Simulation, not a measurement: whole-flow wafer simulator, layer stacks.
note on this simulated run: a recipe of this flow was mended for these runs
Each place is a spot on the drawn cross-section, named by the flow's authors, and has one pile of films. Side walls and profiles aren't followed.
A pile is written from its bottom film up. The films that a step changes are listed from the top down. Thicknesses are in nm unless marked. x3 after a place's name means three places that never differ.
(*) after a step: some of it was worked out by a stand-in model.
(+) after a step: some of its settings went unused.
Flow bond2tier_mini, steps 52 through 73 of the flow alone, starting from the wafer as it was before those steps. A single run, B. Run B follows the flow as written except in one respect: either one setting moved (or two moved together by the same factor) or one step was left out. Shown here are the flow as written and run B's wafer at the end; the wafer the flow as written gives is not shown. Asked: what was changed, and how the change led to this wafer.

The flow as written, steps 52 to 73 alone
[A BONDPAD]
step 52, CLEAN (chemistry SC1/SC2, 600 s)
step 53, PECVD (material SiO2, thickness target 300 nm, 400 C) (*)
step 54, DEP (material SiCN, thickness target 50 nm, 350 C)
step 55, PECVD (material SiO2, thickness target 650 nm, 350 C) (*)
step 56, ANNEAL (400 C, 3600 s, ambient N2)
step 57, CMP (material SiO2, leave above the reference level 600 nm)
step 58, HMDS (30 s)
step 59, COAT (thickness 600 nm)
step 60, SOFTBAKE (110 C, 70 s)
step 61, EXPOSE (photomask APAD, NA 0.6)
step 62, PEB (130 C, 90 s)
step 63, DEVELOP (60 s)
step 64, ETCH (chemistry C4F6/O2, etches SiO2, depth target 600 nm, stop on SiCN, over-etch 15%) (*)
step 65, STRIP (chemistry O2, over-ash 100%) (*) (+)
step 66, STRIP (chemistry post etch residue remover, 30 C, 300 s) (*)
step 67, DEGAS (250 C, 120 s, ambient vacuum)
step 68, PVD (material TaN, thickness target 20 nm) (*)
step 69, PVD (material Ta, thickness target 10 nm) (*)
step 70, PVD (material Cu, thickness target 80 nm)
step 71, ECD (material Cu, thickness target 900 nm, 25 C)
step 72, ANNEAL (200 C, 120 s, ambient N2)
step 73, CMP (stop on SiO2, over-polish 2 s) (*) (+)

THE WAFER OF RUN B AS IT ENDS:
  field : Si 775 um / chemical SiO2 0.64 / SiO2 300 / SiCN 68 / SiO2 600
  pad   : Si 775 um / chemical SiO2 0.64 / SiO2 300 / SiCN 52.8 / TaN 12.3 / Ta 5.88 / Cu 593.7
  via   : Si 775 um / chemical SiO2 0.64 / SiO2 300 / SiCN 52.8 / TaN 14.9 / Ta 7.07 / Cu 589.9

Cause: step 54, DEP: thickness target 68 nm was run, though the flow has thickness target 50 nm.
The wafer itself shows it: field has SiCN 68, and step 54 as written asks for 50 nm.

How this came from the change, step by step:
  step 54, DEP (material SiCN, thickness target 50 nm, 350 C)
      field, pad, via: SiCN gains 68 (new film) (it would be, as written: SiCN gains 50 (new film))
